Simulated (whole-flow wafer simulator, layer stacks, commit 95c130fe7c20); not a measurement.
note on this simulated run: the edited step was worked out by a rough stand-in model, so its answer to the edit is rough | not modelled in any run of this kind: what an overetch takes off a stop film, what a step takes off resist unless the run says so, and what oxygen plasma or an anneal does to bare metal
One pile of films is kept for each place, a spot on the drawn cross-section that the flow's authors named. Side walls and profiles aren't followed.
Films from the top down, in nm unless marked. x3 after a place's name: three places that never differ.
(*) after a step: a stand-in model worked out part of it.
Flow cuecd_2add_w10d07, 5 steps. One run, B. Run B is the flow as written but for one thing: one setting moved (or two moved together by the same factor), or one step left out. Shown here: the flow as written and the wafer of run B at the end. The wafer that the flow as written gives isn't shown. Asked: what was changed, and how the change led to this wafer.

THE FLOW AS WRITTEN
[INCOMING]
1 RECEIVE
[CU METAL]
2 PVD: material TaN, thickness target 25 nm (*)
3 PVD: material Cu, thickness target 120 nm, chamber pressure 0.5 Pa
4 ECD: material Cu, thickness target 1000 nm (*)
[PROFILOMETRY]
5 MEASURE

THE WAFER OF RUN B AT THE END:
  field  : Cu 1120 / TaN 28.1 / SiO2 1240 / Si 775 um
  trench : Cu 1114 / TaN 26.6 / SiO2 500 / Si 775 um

The cause: step 2, PVD: thickness target 28.1 nm was run, where the flow has thickness target 25 nm.
It can be read off the wafer: field has TaN 28.1, and step 2 as written asks for 25 nm.

How the change led to this, step by step:
  2 PVD: material TaN, thickness target 25 nm (*)
      field: TaN +28.1 (new film) (as written it would be: TaN +25 (new film))
      trench: TaN +26.6 (new film) (as written it would be: TaN +23.7 (new film))
